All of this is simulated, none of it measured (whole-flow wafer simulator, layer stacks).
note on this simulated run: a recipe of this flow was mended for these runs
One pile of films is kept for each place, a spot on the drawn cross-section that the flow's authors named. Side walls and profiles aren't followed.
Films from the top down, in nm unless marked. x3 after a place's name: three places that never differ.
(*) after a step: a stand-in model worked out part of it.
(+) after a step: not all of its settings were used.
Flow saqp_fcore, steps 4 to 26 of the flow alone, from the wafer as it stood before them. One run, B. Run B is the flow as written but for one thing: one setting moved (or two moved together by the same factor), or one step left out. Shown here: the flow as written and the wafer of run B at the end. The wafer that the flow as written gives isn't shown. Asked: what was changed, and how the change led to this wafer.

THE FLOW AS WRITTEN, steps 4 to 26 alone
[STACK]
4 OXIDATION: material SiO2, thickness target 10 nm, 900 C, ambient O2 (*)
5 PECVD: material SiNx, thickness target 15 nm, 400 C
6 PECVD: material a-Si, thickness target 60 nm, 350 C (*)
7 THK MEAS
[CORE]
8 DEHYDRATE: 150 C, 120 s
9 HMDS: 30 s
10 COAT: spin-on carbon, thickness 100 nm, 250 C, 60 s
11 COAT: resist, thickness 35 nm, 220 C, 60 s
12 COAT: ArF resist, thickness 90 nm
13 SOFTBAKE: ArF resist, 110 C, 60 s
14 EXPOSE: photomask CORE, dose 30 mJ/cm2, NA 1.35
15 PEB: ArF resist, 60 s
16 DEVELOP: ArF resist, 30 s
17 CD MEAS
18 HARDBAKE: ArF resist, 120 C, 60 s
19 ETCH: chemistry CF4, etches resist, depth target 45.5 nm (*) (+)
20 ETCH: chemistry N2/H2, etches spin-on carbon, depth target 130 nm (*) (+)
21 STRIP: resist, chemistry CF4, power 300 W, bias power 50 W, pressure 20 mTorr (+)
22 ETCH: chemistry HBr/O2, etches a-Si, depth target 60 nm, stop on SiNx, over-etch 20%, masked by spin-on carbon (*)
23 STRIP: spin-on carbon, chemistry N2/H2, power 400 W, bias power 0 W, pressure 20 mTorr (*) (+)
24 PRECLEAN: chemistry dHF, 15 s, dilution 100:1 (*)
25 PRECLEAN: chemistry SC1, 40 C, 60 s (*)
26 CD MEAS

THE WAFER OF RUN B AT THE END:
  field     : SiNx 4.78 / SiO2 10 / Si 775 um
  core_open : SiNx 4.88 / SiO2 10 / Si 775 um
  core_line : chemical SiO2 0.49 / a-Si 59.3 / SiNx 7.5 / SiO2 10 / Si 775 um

The cause: step 5, PECVD: thickness target 7.5 nm was run, where the flow has thickness target 15 nm.
It can be read off the wafer: core_line has SiNx 7.5, and step 5 as written asks for 15 nm.

How the change led to this, step by step:
  5 PECVD: material SiNx, thickness target 15 nm, 400 C
      field, core_open, core_line: SiNx +7.5 (new film) (as written it would be: SiNx +15 (new film))
